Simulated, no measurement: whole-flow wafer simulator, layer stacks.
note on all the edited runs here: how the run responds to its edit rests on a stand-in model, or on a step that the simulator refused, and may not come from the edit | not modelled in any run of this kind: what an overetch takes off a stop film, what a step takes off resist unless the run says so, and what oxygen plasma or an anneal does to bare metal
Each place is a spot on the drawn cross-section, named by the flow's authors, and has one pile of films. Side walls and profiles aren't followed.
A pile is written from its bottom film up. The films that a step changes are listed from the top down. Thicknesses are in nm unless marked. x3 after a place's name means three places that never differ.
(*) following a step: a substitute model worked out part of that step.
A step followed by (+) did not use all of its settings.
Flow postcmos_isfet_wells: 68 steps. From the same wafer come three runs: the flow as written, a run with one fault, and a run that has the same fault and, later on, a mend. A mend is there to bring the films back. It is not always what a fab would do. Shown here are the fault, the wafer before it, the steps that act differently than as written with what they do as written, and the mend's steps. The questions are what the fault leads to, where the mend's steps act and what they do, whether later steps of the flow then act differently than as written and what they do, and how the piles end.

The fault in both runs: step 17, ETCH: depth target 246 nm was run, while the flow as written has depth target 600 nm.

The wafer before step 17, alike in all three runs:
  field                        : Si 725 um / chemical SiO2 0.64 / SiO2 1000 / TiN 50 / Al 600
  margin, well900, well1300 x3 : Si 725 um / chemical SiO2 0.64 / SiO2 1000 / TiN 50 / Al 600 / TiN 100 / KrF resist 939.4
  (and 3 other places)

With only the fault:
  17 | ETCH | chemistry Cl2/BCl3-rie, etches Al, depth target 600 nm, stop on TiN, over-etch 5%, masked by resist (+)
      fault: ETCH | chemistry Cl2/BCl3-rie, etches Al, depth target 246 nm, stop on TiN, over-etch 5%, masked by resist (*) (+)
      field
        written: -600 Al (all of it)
        fault: -246 Al
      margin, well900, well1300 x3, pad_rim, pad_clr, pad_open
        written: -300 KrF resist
        fault: -123 KrF resist
  Steps later in the flow that act otherwise than as written:
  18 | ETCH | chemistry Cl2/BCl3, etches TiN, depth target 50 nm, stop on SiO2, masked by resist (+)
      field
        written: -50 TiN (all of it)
        fault: -50 Al
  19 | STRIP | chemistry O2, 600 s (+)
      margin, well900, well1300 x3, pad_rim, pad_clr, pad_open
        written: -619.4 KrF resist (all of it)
        fault: -796.4 KrF resist (all of it)
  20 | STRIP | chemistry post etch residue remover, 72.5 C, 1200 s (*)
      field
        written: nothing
        fault: -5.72 Al
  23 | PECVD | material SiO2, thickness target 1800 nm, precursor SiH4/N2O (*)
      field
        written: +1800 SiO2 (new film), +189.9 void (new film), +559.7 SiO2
        fault: +2201.3 SiO2 (new film)
  At field, the piles at the end differ from the flow's by more than 2% or 0.5 nm, whichever is larger.
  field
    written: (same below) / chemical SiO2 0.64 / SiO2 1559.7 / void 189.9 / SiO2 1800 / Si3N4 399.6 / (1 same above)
    fault: (same below) / chemical SiO2 0.64 / SiO2 1000 / TiN 50 / Al 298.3 / SiO2 2201.3 / Si3N4 399.6 / (1 same above)

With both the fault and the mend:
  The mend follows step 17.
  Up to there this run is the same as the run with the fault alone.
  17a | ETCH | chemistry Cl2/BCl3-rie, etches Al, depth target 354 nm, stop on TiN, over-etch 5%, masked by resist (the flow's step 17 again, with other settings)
      margin, well900, well1300 x3, pad_rim, pad_clr, pad_open
        -177 KrF resist
      field
        -354 Al (all of it)
  Every later step of the flow that is run acts as written at every place that is followed.
  The piles end the same as the flow's at every place that both follow.
